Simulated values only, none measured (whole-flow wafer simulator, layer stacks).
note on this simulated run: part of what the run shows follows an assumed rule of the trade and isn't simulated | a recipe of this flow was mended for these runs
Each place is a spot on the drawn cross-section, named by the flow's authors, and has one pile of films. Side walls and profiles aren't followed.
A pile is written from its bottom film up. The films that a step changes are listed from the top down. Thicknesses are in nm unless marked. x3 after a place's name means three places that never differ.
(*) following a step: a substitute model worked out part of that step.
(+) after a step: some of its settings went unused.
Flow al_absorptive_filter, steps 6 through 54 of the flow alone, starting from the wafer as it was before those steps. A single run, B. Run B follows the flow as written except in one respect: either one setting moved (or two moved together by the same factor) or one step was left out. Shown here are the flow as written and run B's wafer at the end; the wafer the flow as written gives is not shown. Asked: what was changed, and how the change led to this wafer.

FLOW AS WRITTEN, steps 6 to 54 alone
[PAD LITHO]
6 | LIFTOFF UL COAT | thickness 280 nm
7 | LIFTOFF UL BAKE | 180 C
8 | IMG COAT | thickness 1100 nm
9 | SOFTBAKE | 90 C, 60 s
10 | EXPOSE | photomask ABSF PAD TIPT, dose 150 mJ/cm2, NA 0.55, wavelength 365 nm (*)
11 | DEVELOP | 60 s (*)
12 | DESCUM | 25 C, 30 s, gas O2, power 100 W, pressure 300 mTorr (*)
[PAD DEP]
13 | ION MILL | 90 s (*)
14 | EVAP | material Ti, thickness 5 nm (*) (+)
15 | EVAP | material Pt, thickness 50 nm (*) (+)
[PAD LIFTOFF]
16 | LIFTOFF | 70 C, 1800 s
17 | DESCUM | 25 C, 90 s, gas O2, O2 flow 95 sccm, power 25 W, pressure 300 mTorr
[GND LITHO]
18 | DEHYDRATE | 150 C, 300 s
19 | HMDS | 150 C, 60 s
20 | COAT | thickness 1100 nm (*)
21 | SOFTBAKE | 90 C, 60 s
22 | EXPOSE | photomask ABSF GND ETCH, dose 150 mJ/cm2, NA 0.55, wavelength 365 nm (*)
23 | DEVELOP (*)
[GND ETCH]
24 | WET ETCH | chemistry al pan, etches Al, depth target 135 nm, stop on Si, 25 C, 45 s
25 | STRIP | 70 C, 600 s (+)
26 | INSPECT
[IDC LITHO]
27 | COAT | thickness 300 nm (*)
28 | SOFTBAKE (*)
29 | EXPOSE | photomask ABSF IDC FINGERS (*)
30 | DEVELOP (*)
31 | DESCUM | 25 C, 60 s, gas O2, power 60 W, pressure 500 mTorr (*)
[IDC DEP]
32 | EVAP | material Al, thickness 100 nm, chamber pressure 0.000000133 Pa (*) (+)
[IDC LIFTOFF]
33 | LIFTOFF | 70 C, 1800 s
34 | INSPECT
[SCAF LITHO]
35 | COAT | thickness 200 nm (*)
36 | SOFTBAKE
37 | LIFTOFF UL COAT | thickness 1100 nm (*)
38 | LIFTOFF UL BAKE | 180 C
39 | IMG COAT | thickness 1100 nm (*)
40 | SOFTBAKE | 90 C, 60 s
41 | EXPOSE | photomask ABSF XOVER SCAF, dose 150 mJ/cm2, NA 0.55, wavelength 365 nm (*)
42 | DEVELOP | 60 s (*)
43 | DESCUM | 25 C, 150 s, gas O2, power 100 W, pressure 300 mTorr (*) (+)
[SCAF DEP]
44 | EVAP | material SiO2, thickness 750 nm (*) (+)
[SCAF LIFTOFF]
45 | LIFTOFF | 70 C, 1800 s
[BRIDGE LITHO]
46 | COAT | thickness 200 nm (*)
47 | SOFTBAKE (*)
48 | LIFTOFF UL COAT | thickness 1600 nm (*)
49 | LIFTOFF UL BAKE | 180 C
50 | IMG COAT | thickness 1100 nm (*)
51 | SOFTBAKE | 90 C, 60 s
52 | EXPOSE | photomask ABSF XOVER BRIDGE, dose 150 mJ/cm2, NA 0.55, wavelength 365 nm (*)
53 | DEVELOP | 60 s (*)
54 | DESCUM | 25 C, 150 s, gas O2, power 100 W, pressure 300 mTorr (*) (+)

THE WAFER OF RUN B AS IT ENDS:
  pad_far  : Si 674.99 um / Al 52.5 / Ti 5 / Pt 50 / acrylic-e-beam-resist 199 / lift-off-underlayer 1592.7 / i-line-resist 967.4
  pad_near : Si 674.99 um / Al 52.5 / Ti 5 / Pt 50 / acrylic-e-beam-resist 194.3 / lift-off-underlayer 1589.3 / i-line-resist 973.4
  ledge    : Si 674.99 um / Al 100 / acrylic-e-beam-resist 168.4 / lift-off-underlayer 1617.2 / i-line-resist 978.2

What caused this: step 13, ION MILL: 102 s was run, whereas the flow has 90 s.

The path from the change to this, step by step:
  13 | ION MILL | 90 s (*)
      gnd, ledge, res and 9 more: -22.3 i-line-resist (as written it would have been: -19.6 i-line-resist)
      pad_far, pad_near: -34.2 Al (as written it would have been: -30.2 Al)
